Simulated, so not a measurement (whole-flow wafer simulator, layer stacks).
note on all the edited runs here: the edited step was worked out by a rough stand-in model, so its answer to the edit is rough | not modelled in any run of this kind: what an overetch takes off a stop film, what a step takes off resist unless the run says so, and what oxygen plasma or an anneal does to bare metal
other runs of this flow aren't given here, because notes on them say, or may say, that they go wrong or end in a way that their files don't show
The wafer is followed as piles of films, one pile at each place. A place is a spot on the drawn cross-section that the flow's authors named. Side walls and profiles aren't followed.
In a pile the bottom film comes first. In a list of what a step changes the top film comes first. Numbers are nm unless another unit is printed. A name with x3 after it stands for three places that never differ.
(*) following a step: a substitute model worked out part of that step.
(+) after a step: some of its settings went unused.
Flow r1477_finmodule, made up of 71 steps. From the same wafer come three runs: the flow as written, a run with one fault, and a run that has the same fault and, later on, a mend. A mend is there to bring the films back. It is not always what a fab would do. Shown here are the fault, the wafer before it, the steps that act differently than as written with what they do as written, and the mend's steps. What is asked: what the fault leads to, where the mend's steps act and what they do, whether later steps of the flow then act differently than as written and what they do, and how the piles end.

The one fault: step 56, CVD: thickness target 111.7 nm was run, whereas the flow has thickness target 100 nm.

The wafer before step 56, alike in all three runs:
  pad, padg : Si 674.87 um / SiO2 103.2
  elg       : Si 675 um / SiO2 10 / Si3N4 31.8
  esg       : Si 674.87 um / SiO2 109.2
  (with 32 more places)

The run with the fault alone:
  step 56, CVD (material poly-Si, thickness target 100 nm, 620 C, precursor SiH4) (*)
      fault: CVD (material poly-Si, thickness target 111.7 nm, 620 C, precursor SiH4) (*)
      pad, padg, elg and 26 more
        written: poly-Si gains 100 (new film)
        fault: poly-Si gains 111.7 (new film)
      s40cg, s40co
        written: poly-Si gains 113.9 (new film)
        fault: poly-Si gains 125.8 (new film)
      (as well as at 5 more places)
  Steps further on in the flow that do not act as written (3 other steps are not shown; they differ only slightly, by no more than 2% or 0.5 nm, whichever is larger):
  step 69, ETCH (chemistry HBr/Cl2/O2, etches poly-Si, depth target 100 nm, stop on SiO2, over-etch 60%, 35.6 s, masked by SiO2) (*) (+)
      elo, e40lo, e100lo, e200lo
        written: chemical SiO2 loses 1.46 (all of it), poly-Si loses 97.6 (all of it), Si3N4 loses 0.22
        fault: chemical SiO2 loses 1.46 (all of it), poly-Si loses 109.3 (all of it)
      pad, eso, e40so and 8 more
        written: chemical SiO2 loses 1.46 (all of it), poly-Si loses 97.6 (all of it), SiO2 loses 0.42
        fault: chemical SiO2 loses 1.46 (all of it), poly-Si loses 109.3 (all of it), SiO2 loses 0.25
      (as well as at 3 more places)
  By the end, the piles at padg, elg, esg and 15 more depart from the flow's by more than 2% or 0.5 nm, whichever is larger.
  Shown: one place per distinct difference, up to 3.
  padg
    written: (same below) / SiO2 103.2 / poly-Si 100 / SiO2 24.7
    fault: (same below) / SiO2 103.2 / poly-Si 111.7 / SiO2 24.7
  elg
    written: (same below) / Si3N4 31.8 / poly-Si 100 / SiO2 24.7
    fault: (same below) / Si3N4 31.8 / poly-Si 111.7 / SiO2 24.7
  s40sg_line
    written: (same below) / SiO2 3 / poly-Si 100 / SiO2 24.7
    fault: (same below) / SiO2 3 / poly-Si 111.7 / SiO2 24.7

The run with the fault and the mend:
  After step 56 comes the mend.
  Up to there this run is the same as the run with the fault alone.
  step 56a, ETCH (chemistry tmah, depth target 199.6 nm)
      pad, padg, elg and 26 more
        poly-Si loses 111.7 (all of it)
      s40cg, s40co
        poly-Si loses 125.8 (all of it)
      s45cg, s45co
        poly-Si loses 125.4 (all of it)
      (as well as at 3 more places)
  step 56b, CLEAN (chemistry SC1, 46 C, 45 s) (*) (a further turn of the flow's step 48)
      s40sg_line, s45sg_line, s50sg_line, s40so_line, s45so_line, s50so_line
        SiO2 loses 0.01
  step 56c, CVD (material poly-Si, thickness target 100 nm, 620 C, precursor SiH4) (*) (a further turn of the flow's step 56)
      pad, padg, elg and 26 more
        poly-Si gains 100 (new film)
      s40cg, s40co
        poly-Si gains 113.9 (new film)
      s45cg, s45co
        poly-Si gains 113.4 (new film)
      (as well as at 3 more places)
  None of the later steps of the flow differs from how it acts as written, at any place that is followed, by more than 2% or 0.5 nm, whichever is larger.
  At the end the piles are close to the flow's at the places that both follow, differing by at most 2% or 0.5 nm, whichever is larger.
